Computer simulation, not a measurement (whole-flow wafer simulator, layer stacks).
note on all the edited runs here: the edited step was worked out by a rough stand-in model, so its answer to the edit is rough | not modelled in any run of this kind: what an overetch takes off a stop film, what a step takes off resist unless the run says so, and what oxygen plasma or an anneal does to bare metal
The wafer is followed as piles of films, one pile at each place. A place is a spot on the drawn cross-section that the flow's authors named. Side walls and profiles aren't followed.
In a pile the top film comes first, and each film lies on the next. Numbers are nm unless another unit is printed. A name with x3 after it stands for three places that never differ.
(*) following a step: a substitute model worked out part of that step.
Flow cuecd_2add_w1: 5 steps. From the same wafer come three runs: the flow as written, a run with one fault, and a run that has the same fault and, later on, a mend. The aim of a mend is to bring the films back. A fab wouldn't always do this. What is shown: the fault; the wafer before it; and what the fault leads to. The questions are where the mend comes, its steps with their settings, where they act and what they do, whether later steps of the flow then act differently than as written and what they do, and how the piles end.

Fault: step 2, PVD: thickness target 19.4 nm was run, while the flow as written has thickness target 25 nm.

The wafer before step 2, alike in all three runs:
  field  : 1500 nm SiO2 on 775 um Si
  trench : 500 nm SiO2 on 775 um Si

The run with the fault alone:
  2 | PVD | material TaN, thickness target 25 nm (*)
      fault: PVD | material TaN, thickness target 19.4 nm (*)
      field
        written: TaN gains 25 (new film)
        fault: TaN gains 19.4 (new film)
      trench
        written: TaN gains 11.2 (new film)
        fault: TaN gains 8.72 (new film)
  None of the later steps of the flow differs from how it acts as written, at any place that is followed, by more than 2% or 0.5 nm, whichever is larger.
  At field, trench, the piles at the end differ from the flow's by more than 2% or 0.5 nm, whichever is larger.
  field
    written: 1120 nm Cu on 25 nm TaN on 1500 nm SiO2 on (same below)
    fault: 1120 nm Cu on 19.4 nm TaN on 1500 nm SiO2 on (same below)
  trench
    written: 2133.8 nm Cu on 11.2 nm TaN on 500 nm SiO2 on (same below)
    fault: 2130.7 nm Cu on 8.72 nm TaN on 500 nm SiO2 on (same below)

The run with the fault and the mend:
  The mend stands after step 2.
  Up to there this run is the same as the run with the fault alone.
  2a | PVD | material TaN, thickness target 5.6 nm (*) (the flow's step 2, run once more with other settings)
      field
        TaN gains 5.6
      trench
        TaN gains 2.47
  None of the later steps of the flow acts differently than as written at any place that is followed.
  By the end, the piles equal the flow's at every place that both follow.
